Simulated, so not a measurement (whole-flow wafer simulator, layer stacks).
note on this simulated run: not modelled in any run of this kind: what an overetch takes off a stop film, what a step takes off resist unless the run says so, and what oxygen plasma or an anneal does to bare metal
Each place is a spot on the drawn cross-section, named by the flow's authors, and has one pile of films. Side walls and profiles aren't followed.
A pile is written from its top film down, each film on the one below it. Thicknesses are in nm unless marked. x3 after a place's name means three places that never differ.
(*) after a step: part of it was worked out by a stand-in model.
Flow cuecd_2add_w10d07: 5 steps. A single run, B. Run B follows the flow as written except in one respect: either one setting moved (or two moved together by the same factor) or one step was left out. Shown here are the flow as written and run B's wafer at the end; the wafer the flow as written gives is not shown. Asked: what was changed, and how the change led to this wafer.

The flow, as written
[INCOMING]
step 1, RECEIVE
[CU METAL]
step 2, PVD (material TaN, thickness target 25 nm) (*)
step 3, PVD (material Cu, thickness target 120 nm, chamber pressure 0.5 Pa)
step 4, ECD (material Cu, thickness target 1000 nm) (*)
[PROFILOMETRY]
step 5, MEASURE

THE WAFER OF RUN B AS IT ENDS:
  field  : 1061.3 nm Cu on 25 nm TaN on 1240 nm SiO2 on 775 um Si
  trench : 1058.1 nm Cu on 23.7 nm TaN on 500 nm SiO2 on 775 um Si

The reason: step 3, PVD: thickness target 61.3 nm was run, while the flow as written has thickness target 120 nm.

How this came from the change, step by step:
  step 3, PVD (material Cu, thickness target 120 nm, chamber pressure 0.5 Pa)
      field: Cu gains 61.3 (new film) (it would be, as written: Cu gains 120 (new film))
      trench: Cu gains 58.1 (new film) (it would be, as written: Cu gains 114 (new film))
